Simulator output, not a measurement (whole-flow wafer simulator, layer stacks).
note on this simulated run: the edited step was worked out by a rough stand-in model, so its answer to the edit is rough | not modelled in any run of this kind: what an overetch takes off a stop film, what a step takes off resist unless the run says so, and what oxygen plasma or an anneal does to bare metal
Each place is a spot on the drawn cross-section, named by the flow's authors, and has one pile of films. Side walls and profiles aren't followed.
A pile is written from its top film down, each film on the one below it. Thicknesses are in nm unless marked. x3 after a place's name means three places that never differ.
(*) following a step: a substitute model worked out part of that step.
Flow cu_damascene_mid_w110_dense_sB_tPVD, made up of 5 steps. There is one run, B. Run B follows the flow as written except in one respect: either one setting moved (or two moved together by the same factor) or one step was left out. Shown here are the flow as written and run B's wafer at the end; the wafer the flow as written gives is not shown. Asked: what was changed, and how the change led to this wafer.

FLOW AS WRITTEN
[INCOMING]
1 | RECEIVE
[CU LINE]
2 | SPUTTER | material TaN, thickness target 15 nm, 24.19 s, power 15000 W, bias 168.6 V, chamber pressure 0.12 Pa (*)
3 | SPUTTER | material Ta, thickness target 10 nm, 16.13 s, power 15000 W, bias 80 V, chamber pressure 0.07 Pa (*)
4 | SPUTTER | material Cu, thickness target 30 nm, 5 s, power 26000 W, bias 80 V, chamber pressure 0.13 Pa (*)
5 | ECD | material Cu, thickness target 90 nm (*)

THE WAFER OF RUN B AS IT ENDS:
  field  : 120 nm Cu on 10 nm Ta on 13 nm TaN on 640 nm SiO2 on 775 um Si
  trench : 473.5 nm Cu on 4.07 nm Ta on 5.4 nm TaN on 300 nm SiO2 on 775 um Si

What caused this: step 2, SPUTTER: thickness target 13 nm was run, whereas the flow has thickness target 15 nm; step 2, SPUTTER: 21 s was run, where the flow has 24.19 s.
The wafer lets one read it off: field has TaN 13, and step 2 as written asks for 15 nm.

Step by step, how the change led to this:
  2 | SPUTTER | material TaN, thickness target 15 nm, 24.19 s, power 15000 W, bias 168.6 V, chamber pressure 0.12 Pa (*)
      field: TaN gains 13 (new film) (it would be, as written: TaN gains 15 (new film))
      trench: TaN gains 5.4 (new film) (it would be, as written: TaN gains 6.23 (new film))
